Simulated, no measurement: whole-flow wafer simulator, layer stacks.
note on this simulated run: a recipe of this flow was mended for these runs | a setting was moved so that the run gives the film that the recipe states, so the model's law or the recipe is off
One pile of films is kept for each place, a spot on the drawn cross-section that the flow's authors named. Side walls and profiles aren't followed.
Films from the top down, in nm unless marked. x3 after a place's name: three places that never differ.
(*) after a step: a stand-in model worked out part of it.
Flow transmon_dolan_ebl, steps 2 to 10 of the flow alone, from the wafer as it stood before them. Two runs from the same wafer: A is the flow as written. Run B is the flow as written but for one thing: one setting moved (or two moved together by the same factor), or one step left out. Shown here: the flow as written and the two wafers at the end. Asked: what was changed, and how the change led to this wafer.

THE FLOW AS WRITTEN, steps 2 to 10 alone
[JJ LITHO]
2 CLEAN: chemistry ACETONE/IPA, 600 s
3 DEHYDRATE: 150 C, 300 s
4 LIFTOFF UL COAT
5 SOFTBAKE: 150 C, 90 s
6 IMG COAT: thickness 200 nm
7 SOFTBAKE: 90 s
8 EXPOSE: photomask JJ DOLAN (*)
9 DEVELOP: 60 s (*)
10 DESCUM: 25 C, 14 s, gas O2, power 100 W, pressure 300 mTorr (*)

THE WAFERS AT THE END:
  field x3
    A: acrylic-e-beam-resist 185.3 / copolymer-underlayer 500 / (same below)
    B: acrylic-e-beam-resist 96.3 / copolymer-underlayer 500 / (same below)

The cause: step 6, IMG COAT: thickness 111 nm was run, where the flow has thickness 200 nm.

How the change led to this, step by step:
  6 IMG COAT: thickness 200 nm
      field x3, jj_line: A acrylic-e-beam-resist +200 (new film) | B acrylic-e-beam-resist +111 (new film)
  9 DEVELOP: 60 s (*)
      jj_line: A acrylic-e-beam-resist -200 (all of it), copolymer-underlayer -500 (all of it) | B acrylic-e-beam-resist -111 (all of it), copolymer-underlayer -500 (all of it)
